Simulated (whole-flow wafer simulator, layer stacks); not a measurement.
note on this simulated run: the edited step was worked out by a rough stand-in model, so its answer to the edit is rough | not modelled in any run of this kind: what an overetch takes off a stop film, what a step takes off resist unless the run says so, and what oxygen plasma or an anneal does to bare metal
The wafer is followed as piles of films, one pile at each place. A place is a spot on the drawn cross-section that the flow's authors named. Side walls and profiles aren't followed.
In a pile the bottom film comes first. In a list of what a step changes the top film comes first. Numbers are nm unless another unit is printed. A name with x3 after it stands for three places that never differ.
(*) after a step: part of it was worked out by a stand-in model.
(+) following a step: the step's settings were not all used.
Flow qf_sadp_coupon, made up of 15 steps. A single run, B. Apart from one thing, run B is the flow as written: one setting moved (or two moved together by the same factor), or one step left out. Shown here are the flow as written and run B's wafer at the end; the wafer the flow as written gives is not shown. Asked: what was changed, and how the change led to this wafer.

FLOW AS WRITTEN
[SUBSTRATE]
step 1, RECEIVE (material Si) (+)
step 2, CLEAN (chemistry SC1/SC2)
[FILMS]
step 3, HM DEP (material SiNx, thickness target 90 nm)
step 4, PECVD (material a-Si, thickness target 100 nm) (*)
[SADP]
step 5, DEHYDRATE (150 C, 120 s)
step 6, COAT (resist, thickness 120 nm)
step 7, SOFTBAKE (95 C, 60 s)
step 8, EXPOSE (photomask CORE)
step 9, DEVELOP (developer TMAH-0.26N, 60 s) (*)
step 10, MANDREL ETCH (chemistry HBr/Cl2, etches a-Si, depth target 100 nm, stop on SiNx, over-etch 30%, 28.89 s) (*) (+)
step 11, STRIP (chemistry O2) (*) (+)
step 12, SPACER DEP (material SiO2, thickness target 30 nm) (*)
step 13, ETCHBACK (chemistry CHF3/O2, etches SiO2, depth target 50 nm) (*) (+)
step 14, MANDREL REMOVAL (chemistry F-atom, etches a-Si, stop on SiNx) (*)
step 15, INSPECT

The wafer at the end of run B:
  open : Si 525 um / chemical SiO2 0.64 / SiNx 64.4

The reason: step 10, MANDREL ETCH: over-etch 45.7% was run, whereas the flow has over-etch 30%.

Step by step, how the change led to this:
  step 10, MANDREL ETCH (chemistry HBr/Cl2, etches a-Si, depth target 100 nm, stop on SiNx, over-etch 30%, 28.89 s) (*) (+)
      m: -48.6 resist (as written it would have been: -43.3 resist)
      open: -100 a-Si (all of it), -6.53 SiNx (as written it would have been: -100 a-Si (all of it), -4.29 SiNx)
  step 11, STRIP (chemistry O2) (*) (+)
      m: +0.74 chemical SiO2 (new film), -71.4 resist (all of it), -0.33 a-Si (as written it would have been: +0.74 chemical SiO2 (new film), -76.7 resist (all of it), -0.32 a-Si)
